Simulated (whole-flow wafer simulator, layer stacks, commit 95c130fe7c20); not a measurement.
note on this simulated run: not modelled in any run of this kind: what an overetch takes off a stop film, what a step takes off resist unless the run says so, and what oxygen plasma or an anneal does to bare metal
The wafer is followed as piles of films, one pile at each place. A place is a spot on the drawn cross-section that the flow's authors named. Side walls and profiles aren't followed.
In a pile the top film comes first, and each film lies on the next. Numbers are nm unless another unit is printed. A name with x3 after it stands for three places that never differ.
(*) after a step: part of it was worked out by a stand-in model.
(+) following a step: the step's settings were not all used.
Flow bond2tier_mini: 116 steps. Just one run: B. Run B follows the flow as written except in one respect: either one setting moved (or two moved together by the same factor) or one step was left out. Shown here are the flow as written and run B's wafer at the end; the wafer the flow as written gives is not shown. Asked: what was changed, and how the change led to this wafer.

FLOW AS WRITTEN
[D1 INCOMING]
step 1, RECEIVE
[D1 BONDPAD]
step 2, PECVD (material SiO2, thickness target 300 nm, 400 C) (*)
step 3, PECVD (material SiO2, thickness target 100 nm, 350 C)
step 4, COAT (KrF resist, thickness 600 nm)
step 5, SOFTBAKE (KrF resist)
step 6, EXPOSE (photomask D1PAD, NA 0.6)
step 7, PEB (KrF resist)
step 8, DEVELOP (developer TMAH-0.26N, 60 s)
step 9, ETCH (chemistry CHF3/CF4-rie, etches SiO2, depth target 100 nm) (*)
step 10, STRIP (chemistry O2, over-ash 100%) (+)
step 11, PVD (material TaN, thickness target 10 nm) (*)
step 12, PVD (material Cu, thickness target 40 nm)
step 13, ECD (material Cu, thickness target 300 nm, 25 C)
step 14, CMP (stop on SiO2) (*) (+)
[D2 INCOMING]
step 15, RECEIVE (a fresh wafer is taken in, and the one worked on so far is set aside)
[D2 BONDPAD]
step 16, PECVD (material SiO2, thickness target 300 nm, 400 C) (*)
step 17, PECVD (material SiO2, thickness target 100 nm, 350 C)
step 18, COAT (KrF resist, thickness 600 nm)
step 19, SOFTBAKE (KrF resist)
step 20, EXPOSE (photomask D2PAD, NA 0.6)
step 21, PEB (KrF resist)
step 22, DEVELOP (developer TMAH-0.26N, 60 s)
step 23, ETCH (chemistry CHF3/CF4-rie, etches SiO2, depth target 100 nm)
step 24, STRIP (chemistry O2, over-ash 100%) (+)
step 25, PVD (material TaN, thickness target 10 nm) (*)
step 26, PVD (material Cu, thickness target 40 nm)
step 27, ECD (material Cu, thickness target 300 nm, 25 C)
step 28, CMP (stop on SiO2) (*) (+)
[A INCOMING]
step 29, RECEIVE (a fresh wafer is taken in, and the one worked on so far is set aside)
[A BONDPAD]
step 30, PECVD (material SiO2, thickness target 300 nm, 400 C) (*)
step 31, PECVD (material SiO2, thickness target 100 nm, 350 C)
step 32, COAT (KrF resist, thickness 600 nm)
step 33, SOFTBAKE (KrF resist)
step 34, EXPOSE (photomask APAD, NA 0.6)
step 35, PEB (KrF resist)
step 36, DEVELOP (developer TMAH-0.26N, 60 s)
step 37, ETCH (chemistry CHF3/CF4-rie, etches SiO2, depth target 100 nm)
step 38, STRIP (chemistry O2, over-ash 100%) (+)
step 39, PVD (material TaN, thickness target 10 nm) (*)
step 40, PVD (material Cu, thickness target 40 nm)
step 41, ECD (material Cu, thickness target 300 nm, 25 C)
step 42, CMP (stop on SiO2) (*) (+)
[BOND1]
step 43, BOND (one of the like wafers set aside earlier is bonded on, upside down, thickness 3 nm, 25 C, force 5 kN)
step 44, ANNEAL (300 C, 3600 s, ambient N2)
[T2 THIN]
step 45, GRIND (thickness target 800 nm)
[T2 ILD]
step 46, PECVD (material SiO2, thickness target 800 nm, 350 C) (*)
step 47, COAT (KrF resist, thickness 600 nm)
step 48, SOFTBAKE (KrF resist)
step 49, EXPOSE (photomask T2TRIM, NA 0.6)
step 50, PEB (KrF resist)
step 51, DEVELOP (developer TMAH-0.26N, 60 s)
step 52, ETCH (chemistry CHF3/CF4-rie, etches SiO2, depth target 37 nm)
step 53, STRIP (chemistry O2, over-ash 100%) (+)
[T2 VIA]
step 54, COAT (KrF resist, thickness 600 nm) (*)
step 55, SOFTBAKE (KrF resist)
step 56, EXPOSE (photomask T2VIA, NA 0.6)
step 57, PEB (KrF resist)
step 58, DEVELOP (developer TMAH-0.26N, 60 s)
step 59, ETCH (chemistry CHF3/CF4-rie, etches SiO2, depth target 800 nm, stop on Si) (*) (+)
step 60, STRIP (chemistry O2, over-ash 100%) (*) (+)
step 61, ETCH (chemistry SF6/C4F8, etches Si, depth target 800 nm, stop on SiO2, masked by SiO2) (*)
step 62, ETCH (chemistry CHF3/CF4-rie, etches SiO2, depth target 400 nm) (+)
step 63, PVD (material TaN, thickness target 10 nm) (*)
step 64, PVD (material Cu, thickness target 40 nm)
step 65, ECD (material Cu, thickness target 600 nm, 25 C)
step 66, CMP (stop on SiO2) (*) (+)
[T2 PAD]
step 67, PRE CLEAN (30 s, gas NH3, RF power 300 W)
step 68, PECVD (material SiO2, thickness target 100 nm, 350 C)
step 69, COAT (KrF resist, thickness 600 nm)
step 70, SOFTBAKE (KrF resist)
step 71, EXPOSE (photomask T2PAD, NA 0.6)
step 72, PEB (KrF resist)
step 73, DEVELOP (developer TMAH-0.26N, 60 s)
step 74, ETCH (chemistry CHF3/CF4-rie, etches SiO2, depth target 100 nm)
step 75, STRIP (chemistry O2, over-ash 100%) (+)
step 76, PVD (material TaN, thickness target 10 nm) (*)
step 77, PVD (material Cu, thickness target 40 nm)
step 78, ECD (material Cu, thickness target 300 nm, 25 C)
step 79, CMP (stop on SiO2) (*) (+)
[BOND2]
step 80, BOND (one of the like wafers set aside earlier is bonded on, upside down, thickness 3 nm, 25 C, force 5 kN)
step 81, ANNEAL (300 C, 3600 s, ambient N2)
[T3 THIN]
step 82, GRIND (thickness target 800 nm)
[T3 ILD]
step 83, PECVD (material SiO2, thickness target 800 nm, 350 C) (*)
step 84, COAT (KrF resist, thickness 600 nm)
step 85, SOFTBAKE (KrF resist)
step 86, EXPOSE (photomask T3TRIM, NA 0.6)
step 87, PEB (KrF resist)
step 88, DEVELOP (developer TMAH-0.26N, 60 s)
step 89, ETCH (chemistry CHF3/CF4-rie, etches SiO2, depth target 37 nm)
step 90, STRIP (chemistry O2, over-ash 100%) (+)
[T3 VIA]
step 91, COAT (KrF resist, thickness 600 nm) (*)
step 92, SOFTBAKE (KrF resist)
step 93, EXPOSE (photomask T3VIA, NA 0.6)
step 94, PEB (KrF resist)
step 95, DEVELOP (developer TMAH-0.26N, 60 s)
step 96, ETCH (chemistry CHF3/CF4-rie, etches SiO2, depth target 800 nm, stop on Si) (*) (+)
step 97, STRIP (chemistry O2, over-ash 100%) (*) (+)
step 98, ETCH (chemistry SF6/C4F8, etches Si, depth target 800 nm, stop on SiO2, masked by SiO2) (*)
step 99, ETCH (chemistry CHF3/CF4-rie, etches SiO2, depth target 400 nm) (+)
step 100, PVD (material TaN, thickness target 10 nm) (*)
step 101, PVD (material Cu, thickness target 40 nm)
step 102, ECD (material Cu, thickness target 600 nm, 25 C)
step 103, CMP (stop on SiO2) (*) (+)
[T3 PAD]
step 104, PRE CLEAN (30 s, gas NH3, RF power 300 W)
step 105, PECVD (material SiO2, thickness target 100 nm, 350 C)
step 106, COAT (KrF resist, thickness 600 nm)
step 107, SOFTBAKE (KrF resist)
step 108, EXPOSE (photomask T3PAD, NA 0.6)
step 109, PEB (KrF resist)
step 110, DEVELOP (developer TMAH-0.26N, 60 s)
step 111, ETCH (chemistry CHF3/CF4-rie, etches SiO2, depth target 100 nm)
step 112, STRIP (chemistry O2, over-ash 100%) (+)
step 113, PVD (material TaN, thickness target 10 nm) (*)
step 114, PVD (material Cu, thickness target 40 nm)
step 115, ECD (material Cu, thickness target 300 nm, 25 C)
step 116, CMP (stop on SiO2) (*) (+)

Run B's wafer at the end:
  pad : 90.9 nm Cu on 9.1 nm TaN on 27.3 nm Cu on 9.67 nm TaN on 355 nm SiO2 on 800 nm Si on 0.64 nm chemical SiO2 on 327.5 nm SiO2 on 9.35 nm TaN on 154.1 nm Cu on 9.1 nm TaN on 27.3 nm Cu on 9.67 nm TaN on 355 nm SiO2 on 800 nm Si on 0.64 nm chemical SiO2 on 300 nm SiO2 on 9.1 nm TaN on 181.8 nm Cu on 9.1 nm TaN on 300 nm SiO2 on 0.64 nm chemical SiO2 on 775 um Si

Cause: step 23, ETCH: depth target 72.5 nm was run, while the flow as written has depth target 100 nm.

How this came from the change, step by step:
  step 23, ETCH (chemistry CHF3/CF4-rie, etches SiO2, depth target 100 nm)
      pad, via: -72.5 SiO2 (in the flow as written it would be: -100 SiO2)
      field: -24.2 KrF resist (in the flow as written it would be: -33.3 KrF resist)
  step 26, PVD (material Cu, thickness target 40 nm)
      pad: +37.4 Cu (new film) (in the flow as written it would be: +36.4 Cu (new film))
  step 27, ECD (material Cu, thickness target 300 nm, 25 C)
      pad: +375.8 Cu (in the flow as written it would be: +404.5 Cu)
      via: +372.6 Cu (in the flow as written it would be: +400.2 Cu)
  step 80, BOND (one of the like wafers set aside earlier is bonded on, upside down, thickness 3 nm, 25 C, force 5 kN)
      pad: +775 um Si (new film), +0.64 chemical SiO2 (new film), +327.5 SiO2 (new film), +9.35 TaN (new film), +63.2 Cu (in the flow as written it would be: +775 um Si (new film), +0.64 chemical SiO2 (new film), +300 SiO2 (new film), +9.1 TaN (new film), +90.9 Cu)
